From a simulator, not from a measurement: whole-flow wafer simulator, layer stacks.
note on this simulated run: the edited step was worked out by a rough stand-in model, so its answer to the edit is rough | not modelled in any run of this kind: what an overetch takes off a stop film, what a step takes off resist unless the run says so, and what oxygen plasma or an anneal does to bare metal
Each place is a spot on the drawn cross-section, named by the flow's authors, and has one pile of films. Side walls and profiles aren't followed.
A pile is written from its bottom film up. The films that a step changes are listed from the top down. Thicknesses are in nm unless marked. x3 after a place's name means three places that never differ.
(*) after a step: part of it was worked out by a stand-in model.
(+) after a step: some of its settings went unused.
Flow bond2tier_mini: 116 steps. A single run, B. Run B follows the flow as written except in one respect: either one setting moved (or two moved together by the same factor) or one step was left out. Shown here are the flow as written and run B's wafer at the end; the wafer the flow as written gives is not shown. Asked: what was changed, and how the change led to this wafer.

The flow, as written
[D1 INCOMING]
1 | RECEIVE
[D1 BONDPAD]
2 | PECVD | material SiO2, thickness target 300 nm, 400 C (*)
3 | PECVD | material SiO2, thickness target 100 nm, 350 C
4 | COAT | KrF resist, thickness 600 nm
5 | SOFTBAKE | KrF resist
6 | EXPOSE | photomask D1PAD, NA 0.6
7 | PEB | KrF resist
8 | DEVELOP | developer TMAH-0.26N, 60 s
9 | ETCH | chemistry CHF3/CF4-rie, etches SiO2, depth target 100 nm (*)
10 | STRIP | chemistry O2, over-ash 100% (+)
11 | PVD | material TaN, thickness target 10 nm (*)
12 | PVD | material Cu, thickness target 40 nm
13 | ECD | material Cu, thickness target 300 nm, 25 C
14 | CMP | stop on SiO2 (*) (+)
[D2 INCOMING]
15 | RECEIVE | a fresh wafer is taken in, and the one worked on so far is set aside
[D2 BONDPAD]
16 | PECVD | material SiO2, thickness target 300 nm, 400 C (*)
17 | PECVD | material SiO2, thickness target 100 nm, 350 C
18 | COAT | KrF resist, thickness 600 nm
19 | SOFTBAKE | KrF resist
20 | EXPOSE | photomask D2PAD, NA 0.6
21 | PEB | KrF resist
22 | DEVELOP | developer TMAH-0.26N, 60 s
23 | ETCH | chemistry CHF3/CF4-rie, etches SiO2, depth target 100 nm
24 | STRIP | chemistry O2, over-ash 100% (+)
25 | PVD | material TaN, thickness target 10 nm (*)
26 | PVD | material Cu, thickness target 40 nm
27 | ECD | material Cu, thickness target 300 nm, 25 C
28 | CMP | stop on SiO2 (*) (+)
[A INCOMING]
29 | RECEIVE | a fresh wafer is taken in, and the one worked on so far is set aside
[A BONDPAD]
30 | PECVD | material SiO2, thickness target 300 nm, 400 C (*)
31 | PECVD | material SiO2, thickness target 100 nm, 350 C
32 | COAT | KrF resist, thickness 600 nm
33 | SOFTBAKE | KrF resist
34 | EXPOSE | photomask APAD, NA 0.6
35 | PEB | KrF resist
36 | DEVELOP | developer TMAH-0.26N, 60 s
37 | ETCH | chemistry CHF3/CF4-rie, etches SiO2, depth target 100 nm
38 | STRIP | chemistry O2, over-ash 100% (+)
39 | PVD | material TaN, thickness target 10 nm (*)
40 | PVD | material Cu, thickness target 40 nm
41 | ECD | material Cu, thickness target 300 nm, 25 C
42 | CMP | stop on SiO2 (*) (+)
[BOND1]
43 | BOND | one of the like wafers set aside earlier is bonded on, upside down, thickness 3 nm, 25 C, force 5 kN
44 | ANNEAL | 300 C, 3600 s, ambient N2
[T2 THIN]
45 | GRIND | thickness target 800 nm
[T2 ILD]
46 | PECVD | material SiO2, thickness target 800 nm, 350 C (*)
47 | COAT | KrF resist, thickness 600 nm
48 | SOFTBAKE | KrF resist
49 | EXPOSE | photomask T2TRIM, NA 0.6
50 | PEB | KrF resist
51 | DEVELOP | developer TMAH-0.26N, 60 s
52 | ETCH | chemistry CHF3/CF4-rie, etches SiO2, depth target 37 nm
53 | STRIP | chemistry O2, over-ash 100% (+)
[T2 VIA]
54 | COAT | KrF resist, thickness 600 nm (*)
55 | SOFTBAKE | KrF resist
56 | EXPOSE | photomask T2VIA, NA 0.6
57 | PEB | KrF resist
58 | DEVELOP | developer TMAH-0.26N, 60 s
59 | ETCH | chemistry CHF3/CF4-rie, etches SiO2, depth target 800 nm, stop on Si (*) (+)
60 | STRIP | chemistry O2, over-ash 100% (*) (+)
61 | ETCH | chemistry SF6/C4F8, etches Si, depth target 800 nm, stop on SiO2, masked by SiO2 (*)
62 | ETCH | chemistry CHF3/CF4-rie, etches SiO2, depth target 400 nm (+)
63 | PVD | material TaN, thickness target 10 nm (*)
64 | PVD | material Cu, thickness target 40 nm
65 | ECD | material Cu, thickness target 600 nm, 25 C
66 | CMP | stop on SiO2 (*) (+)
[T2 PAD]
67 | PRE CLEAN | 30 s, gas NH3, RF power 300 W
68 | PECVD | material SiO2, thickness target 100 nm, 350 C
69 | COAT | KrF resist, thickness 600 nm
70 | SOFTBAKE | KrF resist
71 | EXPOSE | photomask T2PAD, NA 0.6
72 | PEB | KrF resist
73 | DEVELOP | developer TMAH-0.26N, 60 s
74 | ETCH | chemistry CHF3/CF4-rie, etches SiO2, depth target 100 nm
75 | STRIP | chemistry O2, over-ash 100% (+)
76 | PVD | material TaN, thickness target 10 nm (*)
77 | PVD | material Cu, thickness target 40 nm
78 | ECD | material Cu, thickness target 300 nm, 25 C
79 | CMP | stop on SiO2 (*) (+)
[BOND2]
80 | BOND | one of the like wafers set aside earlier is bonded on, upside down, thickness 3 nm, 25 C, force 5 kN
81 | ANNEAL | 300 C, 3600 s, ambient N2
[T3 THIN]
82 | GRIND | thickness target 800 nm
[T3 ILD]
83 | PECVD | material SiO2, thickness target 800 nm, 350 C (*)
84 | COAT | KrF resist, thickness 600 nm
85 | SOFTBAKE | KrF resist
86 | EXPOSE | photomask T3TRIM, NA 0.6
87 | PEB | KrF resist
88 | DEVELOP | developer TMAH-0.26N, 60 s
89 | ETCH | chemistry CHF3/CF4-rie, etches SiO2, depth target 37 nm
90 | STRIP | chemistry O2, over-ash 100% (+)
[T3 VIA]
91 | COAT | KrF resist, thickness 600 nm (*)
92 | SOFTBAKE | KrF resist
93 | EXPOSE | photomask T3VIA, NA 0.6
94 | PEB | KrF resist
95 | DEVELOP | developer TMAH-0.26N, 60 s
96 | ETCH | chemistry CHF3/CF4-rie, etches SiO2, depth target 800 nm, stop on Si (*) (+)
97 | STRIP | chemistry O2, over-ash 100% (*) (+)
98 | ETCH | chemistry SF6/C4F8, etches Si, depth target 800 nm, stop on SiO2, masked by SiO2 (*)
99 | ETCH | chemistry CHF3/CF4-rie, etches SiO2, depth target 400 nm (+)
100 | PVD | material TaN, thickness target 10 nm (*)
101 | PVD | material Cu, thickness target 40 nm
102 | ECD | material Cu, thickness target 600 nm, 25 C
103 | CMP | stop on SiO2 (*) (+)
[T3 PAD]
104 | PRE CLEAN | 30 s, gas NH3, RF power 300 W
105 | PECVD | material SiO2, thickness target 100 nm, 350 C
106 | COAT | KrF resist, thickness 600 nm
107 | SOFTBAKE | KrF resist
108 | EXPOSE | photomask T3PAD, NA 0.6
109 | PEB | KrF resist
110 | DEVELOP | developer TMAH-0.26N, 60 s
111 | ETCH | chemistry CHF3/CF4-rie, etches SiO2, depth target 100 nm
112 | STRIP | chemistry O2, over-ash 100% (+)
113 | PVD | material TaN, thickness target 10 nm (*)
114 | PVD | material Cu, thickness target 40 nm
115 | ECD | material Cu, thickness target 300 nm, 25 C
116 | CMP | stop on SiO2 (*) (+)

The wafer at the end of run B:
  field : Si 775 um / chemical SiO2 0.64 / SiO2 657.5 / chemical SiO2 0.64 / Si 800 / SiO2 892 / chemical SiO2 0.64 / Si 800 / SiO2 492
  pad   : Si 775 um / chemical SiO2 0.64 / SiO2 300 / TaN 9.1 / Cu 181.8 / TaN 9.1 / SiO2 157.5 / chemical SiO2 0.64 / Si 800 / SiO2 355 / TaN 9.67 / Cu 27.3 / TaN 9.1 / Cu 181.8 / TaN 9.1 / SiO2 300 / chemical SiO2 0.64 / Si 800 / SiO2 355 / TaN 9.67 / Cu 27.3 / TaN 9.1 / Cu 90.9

What caused this: step 2, PECVD: thickness target 157.5 nm was run, though the flow has thickness target 300 nm.
The wafer lets one read it off: pad has SiO2 157.5, and step 2 as written asks for 300 nm.

Step by step, how the change led to this:
  2 | PECVD | material SiO2, thickness target 300 nm, 400 C (*)
      field, pad, via: +157.5 SiO2 (new film) (as written it would have been: +300 SiO2 (new film))
  43 | BOND | one of the like wafers set aside earlier is bonded on, upside down, thickness 3 nm, 25 C, force 5 kN
      field: +775 um Si (new film), +0.64 chemical SiO2 (new film), +257.5 SiO2 (as written it would have been: +775 um Si (new film), +0.64 chemical SiO2 (new film), +400 SiO2)
      pad: +775 um Si (new film), +0.64 chemical SiO2 (new film), +157.5 SiO2 (new film), +9.1 TaN (new film), +90.9 Cu (as written it would have been: +775 um Si (new film), +0.64 chemical SiO2 (new film), +300 SiO2 (new film), +9.1 TaN (new film), +90.9 Cu)
      (as well as at 1 more place)
